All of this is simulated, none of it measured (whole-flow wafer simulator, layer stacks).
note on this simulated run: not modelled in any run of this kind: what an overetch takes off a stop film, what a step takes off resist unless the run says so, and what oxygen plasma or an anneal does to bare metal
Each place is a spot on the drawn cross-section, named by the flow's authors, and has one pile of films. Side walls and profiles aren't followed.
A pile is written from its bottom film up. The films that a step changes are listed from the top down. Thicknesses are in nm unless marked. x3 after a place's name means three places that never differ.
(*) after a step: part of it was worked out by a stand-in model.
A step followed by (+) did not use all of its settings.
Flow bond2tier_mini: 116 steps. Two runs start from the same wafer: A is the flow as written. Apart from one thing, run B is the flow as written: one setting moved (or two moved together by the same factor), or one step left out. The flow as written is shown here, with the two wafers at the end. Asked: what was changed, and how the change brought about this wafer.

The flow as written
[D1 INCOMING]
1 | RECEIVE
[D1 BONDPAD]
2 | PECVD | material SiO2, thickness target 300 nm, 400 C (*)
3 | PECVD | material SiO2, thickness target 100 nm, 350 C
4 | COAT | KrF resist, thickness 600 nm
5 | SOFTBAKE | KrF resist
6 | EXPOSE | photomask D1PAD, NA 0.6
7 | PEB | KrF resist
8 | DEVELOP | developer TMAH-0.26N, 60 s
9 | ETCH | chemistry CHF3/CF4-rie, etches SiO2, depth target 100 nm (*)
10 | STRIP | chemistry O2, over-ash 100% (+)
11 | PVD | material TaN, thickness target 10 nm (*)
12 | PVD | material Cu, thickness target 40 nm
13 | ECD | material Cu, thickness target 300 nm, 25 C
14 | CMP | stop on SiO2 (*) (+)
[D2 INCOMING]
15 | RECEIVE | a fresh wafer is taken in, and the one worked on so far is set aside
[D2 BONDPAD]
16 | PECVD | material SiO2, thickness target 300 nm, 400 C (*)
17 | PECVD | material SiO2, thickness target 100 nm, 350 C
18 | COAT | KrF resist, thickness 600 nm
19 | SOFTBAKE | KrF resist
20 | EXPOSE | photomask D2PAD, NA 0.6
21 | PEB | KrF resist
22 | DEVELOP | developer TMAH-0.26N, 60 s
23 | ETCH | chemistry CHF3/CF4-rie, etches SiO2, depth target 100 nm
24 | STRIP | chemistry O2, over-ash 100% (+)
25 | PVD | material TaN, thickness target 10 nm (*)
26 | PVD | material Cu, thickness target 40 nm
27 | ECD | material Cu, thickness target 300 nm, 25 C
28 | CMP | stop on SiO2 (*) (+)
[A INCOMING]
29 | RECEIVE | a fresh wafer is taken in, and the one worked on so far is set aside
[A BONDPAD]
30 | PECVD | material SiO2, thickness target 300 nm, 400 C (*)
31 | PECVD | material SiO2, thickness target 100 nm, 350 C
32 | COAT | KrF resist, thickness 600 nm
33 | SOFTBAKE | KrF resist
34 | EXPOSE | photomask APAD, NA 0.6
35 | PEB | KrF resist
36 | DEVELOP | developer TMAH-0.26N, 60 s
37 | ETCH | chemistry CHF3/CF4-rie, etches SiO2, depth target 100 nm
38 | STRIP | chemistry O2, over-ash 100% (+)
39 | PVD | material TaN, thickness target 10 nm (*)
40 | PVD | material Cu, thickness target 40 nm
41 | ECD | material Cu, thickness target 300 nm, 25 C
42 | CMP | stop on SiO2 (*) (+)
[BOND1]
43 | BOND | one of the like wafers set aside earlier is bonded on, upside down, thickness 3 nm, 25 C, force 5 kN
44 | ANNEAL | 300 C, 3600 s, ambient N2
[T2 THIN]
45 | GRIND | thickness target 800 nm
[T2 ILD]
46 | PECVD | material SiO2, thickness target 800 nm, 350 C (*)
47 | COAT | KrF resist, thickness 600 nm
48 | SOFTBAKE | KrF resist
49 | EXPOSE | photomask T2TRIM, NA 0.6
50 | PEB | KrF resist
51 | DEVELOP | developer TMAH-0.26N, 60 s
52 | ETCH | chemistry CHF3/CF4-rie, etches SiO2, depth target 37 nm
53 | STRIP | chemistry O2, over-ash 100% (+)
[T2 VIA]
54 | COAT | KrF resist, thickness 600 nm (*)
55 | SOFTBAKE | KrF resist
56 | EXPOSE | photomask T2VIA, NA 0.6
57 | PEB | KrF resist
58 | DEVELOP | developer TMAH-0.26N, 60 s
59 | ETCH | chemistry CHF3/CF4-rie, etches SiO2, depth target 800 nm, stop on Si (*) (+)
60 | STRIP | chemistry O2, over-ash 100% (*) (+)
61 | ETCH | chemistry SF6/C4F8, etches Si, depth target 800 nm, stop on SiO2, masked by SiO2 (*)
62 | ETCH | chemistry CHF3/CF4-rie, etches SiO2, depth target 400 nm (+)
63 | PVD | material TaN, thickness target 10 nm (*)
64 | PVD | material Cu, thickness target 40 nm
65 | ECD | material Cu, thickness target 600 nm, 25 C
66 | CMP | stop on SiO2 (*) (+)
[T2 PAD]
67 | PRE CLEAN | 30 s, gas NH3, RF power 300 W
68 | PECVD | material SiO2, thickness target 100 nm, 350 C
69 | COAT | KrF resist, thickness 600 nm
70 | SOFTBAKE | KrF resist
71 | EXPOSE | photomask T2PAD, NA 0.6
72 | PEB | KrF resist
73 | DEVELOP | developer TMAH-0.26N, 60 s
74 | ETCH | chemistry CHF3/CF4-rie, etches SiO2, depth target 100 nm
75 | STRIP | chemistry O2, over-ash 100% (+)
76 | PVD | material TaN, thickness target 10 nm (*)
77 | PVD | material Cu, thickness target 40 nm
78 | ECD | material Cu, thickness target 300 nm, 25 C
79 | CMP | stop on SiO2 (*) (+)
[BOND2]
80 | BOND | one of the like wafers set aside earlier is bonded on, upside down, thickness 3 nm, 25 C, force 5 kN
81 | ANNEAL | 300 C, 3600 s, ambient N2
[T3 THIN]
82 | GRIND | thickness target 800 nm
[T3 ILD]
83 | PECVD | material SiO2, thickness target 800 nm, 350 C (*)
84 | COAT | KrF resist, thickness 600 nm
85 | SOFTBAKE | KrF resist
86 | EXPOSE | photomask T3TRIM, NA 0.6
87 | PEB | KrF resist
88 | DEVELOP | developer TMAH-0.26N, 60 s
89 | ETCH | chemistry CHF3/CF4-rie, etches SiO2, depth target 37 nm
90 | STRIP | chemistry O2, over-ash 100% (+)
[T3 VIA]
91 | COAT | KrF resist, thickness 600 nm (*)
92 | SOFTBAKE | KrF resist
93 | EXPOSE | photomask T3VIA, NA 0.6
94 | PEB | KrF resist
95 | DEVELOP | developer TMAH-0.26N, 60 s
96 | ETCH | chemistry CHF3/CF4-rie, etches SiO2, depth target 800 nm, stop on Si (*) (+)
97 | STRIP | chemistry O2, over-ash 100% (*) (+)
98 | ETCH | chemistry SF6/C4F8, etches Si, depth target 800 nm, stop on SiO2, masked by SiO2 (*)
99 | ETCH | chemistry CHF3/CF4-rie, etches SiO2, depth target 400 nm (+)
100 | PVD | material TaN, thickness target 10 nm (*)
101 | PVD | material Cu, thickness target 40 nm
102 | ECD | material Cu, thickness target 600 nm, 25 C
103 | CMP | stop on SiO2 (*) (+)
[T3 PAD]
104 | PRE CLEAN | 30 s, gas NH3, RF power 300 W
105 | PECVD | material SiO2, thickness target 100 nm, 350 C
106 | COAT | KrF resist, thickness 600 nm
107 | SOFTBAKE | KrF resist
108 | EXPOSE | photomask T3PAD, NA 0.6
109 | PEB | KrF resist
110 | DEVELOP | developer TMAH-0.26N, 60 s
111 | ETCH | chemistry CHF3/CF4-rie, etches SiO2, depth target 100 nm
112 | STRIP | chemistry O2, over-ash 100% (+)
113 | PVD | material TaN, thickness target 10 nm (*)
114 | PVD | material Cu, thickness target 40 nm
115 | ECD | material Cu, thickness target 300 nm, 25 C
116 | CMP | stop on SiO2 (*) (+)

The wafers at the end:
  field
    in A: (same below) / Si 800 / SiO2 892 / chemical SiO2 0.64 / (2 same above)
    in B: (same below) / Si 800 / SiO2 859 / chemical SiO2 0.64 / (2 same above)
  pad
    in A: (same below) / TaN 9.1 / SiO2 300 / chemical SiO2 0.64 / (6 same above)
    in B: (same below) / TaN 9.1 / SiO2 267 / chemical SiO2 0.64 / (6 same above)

What caused this: step 17, PECVD: thickness target 67 nm was run, while the flow as written has thickness target 100 nm.

How this came from the change, step by step:
  17 | PECVD | material SiO2, thickness target 100 nm, 350 C
      field, pad, via: A SiO2 gains 100 | B SiO2 gains 67
  80 | BOND | one of the like wafers set aside earlier is bonded on, upside down, thickness 3 nm, 25 C, force 5 kN
      field: A Si gains 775 um (new film), chemical SiO2 gains 0.64 (new film), SiO2 gains 400 | B Si gains 775 um (new film), chemical SiO2 gains 0.64 (new film), SiO2 gains 367
      pad: A Si gains 775 um (new film), chemical SiO2 gains 0.64 (new film), SiO2 gains 300 (new film), TaN gains 9.1 (new film), Cu gains 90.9 | B Si gains 775 um (new film), chemical SiO2 gains 0.64 (new film), SiO2 gains 267 (new film), TaN gains 9.1 (new film), Cu gains 90.9
